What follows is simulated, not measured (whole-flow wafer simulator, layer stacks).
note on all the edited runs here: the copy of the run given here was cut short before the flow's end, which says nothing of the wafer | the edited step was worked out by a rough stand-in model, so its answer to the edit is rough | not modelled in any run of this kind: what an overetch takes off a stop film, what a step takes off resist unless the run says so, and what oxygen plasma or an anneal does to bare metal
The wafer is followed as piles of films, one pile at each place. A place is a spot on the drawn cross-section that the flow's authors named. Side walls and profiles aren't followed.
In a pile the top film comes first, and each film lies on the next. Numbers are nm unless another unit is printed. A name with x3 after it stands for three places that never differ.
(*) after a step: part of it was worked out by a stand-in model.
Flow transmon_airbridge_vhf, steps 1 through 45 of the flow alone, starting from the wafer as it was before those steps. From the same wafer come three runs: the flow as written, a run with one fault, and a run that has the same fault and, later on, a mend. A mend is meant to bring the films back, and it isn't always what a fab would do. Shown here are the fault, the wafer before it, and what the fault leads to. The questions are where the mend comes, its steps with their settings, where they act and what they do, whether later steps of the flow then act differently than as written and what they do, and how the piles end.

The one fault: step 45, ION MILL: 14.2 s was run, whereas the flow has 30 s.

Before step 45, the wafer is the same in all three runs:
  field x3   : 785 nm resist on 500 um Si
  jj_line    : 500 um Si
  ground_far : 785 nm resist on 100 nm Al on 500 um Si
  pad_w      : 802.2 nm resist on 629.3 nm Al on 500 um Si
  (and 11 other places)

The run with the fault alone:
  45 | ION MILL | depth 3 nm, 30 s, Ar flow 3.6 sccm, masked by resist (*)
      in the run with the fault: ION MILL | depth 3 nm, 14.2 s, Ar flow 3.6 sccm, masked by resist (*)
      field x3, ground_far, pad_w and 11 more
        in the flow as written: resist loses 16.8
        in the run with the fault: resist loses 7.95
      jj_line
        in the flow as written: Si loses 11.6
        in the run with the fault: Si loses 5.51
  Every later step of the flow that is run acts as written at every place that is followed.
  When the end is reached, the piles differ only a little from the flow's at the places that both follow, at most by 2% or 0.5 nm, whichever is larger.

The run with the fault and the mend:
  The mend stands after step 45.
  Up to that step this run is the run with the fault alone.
  45a | ION MILL | depth 3 nm, 15.8 s, Ar flow 3.6 sccm, masked by resist (*) (a further turn of the flow's step 45, with different settings)
      field x3, ground_far, pad_w and 11 more
        resist loses 8.84
      jj_line
        Si loses 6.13
  Every later step of the flow that is run acts as written at every place that is followed.
  The piles end the same as the flow's at every place that both follow.
